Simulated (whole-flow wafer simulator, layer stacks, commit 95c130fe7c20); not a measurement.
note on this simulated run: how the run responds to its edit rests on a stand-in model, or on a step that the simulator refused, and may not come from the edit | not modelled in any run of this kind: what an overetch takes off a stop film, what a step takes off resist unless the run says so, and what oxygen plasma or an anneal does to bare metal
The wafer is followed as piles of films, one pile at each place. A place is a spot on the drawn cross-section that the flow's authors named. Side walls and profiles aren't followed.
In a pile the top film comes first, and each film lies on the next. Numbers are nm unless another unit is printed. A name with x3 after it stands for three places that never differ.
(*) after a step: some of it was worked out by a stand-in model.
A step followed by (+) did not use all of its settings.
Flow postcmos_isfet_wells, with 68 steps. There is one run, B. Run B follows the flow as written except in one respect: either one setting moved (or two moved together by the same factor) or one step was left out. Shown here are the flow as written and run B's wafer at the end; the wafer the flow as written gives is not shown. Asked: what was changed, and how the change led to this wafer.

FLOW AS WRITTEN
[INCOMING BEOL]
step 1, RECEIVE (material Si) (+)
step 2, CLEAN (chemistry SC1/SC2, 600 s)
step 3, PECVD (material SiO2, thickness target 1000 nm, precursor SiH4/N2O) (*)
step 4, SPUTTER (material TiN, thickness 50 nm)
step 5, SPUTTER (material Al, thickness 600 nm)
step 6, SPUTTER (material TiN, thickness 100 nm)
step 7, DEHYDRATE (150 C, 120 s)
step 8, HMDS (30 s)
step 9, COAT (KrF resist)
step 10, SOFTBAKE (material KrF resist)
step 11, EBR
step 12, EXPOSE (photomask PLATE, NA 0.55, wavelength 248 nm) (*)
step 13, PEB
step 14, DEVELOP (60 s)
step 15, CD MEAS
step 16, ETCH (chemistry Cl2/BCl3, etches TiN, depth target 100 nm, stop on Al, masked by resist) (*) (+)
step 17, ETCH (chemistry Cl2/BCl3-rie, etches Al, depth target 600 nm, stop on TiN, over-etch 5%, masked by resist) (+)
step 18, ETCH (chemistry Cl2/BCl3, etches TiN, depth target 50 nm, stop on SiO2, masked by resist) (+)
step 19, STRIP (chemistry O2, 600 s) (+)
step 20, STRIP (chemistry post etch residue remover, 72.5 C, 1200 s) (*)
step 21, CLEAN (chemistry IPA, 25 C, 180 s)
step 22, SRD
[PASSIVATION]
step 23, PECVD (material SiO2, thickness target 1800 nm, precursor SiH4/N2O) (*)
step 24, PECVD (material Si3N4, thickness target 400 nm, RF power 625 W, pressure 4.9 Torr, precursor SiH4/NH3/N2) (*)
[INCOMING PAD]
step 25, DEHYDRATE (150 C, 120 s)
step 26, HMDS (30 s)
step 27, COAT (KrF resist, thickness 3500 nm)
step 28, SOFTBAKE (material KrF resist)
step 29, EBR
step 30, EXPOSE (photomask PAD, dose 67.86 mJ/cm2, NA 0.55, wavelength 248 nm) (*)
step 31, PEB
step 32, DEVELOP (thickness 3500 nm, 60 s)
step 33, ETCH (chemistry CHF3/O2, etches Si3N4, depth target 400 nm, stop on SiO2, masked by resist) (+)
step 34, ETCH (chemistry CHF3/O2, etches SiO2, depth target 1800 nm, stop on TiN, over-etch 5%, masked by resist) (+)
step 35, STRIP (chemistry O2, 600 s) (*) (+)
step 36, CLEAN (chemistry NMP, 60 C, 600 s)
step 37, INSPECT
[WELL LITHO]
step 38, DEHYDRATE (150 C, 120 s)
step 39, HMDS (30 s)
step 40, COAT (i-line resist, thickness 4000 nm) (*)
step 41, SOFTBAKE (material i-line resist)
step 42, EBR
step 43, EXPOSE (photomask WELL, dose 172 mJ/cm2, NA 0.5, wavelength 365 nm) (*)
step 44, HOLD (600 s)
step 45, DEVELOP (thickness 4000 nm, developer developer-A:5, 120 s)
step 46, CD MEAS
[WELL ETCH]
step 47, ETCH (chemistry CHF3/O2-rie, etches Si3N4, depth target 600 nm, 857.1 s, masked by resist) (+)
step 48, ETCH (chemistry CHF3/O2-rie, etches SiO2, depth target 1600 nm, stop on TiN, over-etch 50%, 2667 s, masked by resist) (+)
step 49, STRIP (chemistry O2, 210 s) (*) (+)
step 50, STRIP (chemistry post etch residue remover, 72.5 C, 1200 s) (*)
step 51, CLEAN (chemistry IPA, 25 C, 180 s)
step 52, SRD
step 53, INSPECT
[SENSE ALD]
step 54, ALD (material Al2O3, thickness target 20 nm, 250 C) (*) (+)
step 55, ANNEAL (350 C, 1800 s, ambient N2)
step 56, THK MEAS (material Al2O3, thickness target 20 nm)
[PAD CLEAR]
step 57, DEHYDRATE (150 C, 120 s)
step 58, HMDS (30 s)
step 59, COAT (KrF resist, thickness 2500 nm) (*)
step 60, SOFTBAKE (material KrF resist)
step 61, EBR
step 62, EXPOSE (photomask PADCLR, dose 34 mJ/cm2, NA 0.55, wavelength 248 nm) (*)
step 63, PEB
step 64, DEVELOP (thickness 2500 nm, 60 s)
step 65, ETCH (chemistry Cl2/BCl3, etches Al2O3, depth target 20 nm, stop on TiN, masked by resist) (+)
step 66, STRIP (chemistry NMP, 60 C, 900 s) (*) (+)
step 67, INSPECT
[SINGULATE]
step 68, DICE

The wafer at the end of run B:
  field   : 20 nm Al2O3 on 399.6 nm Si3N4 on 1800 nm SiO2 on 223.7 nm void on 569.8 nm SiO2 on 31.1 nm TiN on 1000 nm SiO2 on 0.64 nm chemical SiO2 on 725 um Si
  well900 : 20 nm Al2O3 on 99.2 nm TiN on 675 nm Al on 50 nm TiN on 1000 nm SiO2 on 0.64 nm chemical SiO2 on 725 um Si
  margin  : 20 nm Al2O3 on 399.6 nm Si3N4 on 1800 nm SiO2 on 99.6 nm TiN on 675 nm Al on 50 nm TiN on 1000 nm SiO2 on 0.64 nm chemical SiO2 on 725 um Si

What caused this: step 5, SPUTTER: thickness 675 nm was run, though the flow has thickness 600 nm.
The wafer itself shows it: well900 has Al 675, and step 5 as written asks for 600 nm.

Step by step, how the change led to this:
  step 5, SPUTTER (material Al, thickness 600 nm)
      field, margin, well900, well1300 x3, pad_rim, pad_clr, pad_open: Al gains 675 (new film) (in the flow as written it would be: Al gains 600 (new film))
  step 17, ETCH (chemistry Cl2/BCl3-rie, etches Al, depth target 600 nm, stop on TiN, over-etch 5%, masked by resist) (+)
      field: Al loses 600 (in the flow as written it would be: Al loses 600 (all of it))
  step 18, ETCH (chemistry Cl2/BCl3, etches TiN, depth target 50 nm, stop on SiO2, masked by resist) (+)
      field: Al loses 75 (all of it), TiN loses 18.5 (in the flow as written it would be: TiN loses 50 (all of it))
  step 23, PECVD (material SiO2, thickness target 1800 nm, precursor SiH4/N2O) (*)
      field: SiO2 gains 1800 (new film), void gains 223.7 (new film), SiO2 gains 569.8 (new film) (in the flow as written it would be: SiO2 gains 1800 (new film), void gains 189.9 (new film), SiO2 gains 559.7)
Taking metal films that touch as one body, field has 1 body; the flow as written gives 0 bodies.
